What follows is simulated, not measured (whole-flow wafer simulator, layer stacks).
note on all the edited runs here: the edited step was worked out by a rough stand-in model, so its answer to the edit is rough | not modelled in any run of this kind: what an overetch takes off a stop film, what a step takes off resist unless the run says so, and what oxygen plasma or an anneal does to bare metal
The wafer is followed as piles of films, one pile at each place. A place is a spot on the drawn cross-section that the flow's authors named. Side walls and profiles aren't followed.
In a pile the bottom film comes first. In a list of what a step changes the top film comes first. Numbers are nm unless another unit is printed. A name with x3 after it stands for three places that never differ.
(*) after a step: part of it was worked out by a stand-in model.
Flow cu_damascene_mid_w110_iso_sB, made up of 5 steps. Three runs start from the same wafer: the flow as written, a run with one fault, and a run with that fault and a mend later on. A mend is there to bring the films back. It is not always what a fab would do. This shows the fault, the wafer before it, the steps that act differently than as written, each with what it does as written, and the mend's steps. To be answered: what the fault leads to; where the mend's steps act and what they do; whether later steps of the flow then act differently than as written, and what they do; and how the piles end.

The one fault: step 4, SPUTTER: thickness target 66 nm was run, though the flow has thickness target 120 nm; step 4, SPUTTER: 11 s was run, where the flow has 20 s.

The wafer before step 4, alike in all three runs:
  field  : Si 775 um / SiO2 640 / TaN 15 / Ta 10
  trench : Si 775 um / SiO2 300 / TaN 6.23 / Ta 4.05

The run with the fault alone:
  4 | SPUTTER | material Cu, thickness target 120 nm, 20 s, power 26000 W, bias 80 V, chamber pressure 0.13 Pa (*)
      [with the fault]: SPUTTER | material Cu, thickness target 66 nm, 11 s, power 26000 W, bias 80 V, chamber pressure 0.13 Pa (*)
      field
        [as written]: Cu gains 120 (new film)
        [with the fault]: Cu gains 66 (new film)
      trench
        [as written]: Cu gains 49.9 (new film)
        [with the fault]: Cu gains 27.5 (new film)
  Later steps of the flow acting differently than as written:
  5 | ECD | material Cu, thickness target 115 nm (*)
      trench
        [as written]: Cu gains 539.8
        [with the fault]: Cu gains 508.3
  At field, trench, the piles at the end differ from the flow's by more than 2% or 0.5 nm, whichever is larger.
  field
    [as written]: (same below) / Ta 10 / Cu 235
    [with the fault]: (same below) / Ta 10 / Cu 181
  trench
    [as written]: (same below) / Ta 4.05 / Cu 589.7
    [with the fault]: (same below) / Ta 4.05 / Cu 535.7

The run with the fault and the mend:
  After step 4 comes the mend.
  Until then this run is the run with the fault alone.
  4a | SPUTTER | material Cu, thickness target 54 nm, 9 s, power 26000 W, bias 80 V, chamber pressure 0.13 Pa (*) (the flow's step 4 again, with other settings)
      field
        Cu gains 54
      trench
        Cu gains 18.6
  Later steps of the flow that are run all act as written at every place that is followed, up to a difference of at most 2% or 0.5 nm, whichever is larger.
  The piles end the same as the flow's at every place that both follow.
